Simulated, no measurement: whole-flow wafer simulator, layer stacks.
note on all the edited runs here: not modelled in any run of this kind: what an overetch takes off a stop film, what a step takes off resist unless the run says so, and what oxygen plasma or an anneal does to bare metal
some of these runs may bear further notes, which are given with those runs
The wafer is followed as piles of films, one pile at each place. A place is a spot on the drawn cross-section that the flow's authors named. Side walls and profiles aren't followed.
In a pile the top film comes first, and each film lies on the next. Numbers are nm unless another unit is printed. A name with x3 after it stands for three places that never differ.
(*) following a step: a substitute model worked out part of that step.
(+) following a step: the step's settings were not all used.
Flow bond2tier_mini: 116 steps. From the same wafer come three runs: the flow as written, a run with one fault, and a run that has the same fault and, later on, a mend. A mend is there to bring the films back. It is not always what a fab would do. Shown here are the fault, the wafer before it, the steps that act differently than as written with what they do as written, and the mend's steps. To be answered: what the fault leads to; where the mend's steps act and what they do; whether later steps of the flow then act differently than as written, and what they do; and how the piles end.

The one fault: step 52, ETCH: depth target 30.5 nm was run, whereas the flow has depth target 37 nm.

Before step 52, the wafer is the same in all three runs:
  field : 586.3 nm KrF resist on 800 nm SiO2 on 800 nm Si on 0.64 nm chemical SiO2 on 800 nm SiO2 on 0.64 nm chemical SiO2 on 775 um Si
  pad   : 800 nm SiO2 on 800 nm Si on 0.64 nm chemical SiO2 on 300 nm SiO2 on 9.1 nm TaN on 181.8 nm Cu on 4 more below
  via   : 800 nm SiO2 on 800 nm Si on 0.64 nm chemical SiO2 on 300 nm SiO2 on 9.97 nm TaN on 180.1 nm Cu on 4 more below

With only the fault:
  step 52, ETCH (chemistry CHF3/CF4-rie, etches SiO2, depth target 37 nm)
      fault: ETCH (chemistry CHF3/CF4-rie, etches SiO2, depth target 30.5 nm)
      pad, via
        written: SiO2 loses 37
        fault: SiO2 loses 30.5
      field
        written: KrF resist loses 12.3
        fault: KrF resist loses 10.2
  Every later step of the flow that is run acts as written, at every place that is followed, to within 2% or 0.5 nm, whichever is larger.
  At pad, the piles at the end differ from the flow's by more than 2% or 0.5 nm, whichever is larger.
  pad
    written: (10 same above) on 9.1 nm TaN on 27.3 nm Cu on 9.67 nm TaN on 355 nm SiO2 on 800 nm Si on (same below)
    fault: (10 same above) on 9.1 nm TaN on 20.8 nm Cu on 9.73 nm TaN on 361.5 nm SiO2 on 800 nm Si on (same below)

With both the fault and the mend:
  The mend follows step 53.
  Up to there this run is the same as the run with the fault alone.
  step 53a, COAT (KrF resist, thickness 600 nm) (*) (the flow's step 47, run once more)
      field
        KrF resist gains 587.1 (new film)
      pad
        KrF resist gains 613.5 (new film)
      via
        KrF resist gains 611.8 (new film)
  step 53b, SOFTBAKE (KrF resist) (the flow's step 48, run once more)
      does not change any film at any place that is followed
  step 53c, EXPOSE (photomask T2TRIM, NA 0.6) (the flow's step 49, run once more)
      does not change any film at any place that is followed
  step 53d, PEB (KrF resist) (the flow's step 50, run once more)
      does not change any film at any place that is followed
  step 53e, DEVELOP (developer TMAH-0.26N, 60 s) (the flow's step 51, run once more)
      field
        KrF resist loses 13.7
      pad
        KrF resist loses 613.5 (all of it)
      via
        KrF resist loses 611.8 (all of it)
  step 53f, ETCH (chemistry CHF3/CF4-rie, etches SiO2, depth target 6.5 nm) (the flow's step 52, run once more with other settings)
      pad, via
        SiO2 loses 6.5
      field
        KrF resist loses 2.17
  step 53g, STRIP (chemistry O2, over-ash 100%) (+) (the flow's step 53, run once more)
      field
        KrF resist loses 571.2 (all of it)
  Every later step of the flow that is run acts as written at every place that is followed.
  The piles end the same as the flow's at every place that both follow.
